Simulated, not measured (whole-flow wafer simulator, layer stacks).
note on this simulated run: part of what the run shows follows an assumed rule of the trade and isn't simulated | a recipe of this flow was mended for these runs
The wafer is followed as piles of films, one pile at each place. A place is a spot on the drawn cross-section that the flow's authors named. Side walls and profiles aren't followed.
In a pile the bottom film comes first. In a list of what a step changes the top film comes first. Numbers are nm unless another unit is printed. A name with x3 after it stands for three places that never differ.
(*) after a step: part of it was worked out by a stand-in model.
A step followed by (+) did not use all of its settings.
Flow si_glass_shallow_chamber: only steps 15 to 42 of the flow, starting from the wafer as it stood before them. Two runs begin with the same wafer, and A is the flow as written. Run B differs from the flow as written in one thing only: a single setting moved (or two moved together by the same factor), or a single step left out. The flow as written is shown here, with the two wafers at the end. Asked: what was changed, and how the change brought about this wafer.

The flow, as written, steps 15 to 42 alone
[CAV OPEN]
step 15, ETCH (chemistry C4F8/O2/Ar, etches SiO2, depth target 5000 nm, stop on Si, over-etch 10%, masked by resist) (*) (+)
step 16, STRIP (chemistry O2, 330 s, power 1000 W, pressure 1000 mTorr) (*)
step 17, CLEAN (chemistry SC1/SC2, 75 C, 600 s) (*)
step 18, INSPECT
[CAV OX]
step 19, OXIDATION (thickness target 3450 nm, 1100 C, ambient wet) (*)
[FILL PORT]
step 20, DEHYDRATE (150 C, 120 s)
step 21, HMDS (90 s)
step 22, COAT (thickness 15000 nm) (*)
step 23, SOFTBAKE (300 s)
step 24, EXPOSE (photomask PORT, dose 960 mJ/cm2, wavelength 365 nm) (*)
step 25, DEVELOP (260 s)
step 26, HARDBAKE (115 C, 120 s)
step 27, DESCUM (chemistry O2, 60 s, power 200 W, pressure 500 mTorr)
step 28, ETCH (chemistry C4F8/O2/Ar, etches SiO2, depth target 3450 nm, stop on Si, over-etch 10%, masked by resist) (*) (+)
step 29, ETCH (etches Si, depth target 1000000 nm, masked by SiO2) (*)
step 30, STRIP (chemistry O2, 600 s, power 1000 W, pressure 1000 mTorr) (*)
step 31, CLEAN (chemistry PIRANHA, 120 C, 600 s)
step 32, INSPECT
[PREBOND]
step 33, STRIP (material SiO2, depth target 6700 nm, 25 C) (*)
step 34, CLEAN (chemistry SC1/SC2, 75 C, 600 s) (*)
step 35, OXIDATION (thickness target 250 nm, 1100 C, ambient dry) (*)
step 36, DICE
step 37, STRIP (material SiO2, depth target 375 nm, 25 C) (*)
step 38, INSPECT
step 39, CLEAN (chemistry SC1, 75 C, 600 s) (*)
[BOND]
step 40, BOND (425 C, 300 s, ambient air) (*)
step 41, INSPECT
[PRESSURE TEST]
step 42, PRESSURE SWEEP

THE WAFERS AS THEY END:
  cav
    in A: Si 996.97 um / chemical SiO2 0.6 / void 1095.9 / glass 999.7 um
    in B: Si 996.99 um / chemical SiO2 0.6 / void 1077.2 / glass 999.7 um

Cause: step 15, ETCH: over-etch 7% was run, while the flow as written has over-etch 10%.

Step by step, how the change led to this:
  step 15, ETCH (chemistry C4F8/O2/Ar, etches SiO2, depth target 5000 nm, stop on Si, over-etch 10%, masked by resist) (*) (+)
      rim, ramp, septum, ring: A -1100 thick-i-line-resist | B -1070 thick-i-line-resist
      cav, port: A -5000 SiO2 (all of it), -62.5 Si | B -5000 SiO2 (all of it), -43.8 Si
  step 22, COAT (thickness 15000 nm) (*)
      rim: A +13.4 um thick-i-line-resist (new film) | B +13.41 um thick-i-line-resist (new film)
      ramp: A +12.89 um thick-i-line-resist (new film) | B +12.9 um thick-i-line-resist (new film)
      (and at 1 other place as well)
  step 25, DEVELOP (260 s)
      port: A -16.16 um thick-i-line-resist (all of it) | B -16.15 um thick-i-line-resist (all of it)
  step 29, ETCH (etches Si, depth target 1000000 nm, masked by SiO2) (*)
      rim, ramp: A -11.47 um thick-i-line-resist (all of it), -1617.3 SiO2 | B -11.49 um thick-i-line-resist (all of it), -1610.4 SiO2
      port: A +997.05 um hole (new film), -997.05 um Si (all of it) | B +997.07 um hole (new film), -997.07 um Si (all of it)
      (and at 1 other place as well)
